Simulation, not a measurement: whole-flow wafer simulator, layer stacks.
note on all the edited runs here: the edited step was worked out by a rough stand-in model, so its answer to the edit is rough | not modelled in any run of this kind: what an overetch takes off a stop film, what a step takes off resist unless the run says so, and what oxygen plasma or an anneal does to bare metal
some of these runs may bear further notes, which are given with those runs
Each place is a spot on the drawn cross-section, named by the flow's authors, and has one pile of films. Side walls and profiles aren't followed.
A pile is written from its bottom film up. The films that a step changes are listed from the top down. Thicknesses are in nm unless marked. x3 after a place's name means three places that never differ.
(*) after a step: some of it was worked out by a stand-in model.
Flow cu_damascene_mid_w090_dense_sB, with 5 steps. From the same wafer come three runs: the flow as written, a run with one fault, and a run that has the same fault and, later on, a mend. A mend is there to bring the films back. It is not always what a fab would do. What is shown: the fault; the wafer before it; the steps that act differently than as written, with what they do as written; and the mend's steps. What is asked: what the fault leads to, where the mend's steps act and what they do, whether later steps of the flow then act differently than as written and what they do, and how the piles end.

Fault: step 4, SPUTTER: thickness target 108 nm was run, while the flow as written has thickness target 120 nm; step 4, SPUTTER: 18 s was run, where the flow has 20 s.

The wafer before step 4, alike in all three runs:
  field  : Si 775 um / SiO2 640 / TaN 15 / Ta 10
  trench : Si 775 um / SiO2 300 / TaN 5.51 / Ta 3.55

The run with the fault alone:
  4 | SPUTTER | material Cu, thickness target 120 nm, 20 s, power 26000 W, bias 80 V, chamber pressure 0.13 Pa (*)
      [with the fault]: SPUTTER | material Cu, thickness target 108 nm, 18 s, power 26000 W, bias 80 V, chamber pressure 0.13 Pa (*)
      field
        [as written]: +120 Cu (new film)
        [with the fault]: +108 Cu (new film)
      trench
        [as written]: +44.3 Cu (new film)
        [with the fault]: +39.9 Cu (new film)
  None of the later steps of the flow differs from how it acts as written, at any place that is followed, by more than 2% or 0.5 nm, whichever is larger.
  The piles end different from the flow's at field, trench by more than 2% or 0.5 nm, whichever is larger.
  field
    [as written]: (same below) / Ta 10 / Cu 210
    [with the fault]: (same below) / Ta 10 / Cu 198
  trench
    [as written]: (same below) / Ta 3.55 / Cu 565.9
    [with the fault]: (same below) / Ta 3.55 / Cu 553.9

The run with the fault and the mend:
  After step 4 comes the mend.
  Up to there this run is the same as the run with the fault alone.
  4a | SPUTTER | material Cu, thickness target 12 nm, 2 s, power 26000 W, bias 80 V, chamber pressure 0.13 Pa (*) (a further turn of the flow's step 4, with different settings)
      field
        +12 Cu
      trench
        +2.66 Cu
  None of the later steps of the flow differs from how it acts as written, at any place that is followed, by more than 2% or 0.5 nm, whichever is larger.
  At every place that both follow, the piles at the end match the flow's.
